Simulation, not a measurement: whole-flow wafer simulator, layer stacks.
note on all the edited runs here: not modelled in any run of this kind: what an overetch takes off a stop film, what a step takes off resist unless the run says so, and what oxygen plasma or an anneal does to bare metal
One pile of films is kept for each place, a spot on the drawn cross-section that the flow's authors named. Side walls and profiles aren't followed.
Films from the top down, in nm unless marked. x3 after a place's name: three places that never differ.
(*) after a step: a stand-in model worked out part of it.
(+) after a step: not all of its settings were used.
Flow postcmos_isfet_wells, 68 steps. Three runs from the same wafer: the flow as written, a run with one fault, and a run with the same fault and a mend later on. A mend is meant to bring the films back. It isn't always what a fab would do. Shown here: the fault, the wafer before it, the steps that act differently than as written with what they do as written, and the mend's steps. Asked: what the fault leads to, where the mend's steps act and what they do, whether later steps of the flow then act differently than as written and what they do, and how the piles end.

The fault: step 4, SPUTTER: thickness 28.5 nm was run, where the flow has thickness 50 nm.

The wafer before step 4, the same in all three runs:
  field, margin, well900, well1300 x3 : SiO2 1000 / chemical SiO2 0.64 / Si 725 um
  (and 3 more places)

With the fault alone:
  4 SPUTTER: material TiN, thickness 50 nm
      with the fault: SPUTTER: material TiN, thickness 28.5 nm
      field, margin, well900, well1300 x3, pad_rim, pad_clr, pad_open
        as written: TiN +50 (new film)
        with the fault: TiN +28.5 (new film)
  Later steps of the flow that act differently than as written (1 more step differs only slightly, by at most 2% or 0.5 nm, whichever is larger, and isn't shown):
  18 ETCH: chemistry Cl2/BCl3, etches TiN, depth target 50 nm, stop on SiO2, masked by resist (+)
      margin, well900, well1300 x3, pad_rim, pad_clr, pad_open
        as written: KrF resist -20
        with the fault: KrF resist -17.1
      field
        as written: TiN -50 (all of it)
        with the fault: TiN -28.5 (all of it)
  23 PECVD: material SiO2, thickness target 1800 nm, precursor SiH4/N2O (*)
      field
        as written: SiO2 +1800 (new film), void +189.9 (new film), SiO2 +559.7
        with the fault: SiO2 +1800 (new film), void +173.7 (new film), SiO2 +554.3
  At the end the piles differ from the flow's by more than 2% or 0.5 nm, whichever is larger, at field, margin, well900, well1300 x3, pad_rim, pad_clr, pad_open.
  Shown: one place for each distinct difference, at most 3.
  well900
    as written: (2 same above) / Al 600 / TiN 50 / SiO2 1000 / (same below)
    with the fault: (2 same above) / Al 600 / TiN 28.5 / SiO2 1000 / (same below)
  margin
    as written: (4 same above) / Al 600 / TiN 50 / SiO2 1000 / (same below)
    with the fault: (4 same above) / Al 600 / TiN 28.5 / SiO2 1000 / (same below)
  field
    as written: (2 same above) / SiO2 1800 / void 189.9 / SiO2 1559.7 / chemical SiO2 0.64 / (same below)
    with the fault: (2 same above) / SiO2 1800 / void 173.7 / SiO2 1554.3 / chemical SiO2 0.64 / (same below)

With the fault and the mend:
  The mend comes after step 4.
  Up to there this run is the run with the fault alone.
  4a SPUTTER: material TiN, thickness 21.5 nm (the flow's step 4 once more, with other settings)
      field, margin, well900, well1300 x3, pad_rim, pad_clr, pad_open
        TiN +21.5
  No later step of the flow acts differently than as written at any place that is followed.
  At the end the piles are the same as the flow's at every place that both follow.
